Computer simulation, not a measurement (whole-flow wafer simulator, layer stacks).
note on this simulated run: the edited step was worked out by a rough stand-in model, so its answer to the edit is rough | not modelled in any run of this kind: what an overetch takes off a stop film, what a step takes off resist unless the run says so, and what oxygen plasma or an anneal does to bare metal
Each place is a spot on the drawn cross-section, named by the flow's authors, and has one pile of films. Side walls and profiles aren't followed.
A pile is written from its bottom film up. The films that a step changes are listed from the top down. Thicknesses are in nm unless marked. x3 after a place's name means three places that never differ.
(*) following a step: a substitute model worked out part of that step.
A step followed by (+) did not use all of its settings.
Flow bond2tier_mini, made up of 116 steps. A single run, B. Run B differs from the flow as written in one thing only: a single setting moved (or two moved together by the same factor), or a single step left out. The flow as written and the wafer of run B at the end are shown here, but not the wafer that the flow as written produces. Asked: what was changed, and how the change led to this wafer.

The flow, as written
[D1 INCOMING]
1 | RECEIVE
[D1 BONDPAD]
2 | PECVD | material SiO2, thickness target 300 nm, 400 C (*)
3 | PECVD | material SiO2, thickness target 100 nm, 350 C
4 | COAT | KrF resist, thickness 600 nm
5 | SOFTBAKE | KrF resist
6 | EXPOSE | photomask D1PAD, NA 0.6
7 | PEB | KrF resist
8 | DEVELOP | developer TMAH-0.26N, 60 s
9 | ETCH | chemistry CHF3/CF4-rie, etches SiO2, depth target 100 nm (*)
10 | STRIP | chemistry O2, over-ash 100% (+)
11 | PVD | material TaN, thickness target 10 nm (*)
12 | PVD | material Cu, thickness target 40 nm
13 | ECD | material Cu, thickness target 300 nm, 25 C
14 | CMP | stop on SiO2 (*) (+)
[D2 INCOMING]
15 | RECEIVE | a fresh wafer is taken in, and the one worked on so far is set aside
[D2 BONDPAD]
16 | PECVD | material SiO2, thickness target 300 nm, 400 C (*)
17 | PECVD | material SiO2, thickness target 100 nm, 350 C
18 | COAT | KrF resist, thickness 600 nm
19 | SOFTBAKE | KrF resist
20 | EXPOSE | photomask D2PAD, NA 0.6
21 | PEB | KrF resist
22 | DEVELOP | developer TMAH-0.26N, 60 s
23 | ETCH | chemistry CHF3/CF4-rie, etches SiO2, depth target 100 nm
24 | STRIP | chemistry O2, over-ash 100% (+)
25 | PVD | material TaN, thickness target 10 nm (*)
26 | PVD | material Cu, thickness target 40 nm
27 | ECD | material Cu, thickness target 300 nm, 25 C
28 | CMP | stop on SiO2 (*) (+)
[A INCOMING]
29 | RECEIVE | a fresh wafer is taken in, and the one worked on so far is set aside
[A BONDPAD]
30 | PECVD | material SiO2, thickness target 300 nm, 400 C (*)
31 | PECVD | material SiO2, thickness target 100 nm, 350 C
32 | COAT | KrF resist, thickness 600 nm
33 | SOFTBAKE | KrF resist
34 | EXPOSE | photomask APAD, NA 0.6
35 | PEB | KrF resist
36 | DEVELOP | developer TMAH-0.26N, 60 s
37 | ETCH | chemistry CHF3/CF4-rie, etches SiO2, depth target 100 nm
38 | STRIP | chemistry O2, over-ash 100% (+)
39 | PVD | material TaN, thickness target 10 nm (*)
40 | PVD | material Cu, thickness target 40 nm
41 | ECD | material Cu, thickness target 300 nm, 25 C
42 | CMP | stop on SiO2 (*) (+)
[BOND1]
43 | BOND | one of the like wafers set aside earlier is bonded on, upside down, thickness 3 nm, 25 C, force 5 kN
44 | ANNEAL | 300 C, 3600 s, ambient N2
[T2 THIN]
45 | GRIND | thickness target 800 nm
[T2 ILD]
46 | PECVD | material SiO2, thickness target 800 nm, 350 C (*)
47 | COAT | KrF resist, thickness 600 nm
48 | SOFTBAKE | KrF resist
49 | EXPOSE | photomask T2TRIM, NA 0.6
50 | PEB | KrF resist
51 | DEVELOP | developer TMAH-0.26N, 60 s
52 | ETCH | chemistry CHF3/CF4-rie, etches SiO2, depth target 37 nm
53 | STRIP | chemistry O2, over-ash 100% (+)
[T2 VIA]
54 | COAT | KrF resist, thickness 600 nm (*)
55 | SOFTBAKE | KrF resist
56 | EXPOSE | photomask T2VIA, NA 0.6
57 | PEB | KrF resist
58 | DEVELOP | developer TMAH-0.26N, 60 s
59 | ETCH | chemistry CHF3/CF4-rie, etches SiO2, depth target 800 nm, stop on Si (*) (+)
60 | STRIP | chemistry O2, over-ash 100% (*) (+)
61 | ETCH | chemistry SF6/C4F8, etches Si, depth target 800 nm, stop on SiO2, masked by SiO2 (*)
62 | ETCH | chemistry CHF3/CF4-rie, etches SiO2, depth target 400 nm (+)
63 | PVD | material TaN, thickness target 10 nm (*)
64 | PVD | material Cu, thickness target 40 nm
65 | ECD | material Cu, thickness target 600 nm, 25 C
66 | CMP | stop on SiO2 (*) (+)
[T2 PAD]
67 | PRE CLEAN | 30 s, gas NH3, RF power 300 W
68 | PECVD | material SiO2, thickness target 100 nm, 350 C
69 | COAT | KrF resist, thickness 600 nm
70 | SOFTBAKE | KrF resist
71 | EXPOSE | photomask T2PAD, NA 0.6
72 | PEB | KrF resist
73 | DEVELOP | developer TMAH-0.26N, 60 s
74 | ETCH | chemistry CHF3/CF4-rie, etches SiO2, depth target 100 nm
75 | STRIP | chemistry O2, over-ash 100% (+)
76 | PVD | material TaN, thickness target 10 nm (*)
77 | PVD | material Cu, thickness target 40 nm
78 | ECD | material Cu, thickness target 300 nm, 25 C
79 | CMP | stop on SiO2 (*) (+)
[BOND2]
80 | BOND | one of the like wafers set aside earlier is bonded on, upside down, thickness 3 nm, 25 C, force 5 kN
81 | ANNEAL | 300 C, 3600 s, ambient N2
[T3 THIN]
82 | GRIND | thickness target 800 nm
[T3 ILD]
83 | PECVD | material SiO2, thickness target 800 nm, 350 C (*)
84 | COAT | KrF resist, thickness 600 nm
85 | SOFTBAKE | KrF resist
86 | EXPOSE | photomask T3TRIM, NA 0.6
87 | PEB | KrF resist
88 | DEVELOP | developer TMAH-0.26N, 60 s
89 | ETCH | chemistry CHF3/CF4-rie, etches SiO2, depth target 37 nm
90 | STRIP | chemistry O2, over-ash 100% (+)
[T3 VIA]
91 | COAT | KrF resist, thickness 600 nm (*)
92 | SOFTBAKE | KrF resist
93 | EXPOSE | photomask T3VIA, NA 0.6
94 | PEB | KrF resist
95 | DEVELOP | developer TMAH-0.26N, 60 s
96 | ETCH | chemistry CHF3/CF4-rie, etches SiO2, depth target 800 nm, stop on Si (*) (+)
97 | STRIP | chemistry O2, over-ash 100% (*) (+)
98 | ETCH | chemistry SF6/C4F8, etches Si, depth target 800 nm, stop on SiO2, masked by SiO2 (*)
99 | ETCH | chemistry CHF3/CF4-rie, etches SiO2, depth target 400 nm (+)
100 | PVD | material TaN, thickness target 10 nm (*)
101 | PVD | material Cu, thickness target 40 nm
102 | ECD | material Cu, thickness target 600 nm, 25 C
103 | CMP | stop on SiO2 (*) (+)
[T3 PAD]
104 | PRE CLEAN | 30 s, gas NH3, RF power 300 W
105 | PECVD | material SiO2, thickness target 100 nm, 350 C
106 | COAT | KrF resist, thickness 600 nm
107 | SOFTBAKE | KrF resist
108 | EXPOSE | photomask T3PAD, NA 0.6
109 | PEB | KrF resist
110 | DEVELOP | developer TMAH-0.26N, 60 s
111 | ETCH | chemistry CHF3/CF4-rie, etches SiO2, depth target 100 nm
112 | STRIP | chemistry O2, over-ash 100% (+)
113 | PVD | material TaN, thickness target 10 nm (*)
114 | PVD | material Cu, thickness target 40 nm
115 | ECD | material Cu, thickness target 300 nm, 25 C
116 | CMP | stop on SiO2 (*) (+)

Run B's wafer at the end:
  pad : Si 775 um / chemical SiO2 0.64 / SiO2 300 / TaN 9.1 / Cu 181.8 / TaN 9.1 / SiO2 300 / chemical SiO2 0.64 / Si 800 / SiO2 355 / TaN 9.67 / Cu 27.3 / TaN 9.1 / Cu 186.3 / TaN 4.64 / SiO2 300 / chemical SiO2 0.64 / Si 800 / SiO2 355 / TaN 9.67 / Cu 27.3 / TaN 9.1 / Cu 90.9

The reason: step 25, PVD: thickness target 5.1 nm was run, though the flow has thickness target 10 nm.

The path from the change to this, step by step:
  25 | PVD | material TaN, thickness target 10 nm (*)
      field: +5.1 TaN (new film) (it would be, as written: +10 TaN (new film))
      pad: +4.64 TaN (new film) (it would be, as written: +9.1 TaN (new film))
      (and at 1 other place as well)
  28 | CMP | stop on SiO2 (*) (+)
      field: -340 Cu (all of it), -5.1 TaN (all of it) (it would be, as written: -340 Cu (all of it), -10 TaN (all of it))
  80 | BOND | one of the like wafers set aside earlier is bonded on, upside down, thickness 3 nm, 25 C, force 5 kN
      pad: +775 um Si (new film), +0.64 chemical SiO2 (new film), +300 SiO2 (new film), +4.64 TaN (new film), +95.4 Cu (it would be, as written: +775 um Si (new film), +0.64 chemical SiO2 (new film), +300 SiO2 (new film), +9.1 TaN (new film), +90.9 Cu)
